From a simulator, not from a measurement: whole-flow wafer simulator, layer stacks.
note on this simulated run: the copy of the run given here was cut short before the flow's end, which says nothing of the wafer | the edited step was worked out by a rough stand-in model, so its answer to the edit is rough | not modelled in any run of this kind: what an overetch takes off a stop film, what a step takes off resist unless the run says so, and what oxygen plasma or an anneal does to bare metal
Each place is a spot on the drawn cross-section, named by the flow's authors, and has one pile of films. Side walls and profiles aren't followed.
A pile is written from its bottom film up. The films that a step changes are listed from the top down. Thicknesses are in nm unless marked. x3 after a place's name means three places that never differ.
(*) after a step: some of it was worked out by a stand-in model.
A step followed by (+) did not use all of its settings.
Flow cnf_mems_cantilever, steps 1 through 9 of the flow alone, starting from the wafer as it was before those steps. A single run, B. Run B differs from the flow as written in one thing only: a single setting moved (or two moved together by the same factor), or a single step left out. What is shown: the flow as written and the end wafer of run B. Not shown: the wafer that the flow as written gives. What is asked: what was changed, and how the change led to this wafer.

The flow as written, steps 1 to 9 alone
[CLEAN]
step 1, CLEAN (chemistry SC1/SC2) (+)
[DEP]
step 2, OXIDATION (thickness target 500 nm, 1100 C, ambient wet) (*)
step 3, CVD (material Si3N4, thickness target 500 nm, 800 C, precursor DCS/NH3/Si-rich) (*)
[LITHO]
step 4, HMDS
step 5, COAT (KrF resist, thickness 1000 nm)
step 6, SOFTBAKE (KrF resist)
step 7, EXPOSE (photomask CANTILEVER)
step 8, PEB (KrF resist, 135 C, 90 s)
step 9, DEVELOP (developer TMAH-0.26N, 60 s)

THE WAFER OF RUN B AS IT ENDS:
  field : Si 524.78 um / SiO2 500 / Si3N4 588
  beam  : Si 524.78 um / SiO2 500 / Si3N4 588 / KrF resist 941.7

The reason: step 3, CVD: thickness target 588 nm was run, while the flow as written has thickness target 500 nm.
The wafer lets one read it off: field has Si3N4 588, and step 3 as written asks for 500 nm.

Step by step, how the change led to this:
  step 3, CVD (material Si3N4, thickness target 500 nm, 800 C, precursor DCS/NH3/Si-rich) (*)
      field, beam: Si3N4 gains 588 (new film) (as written it would have been: Si3N4 gains 500 (new film))
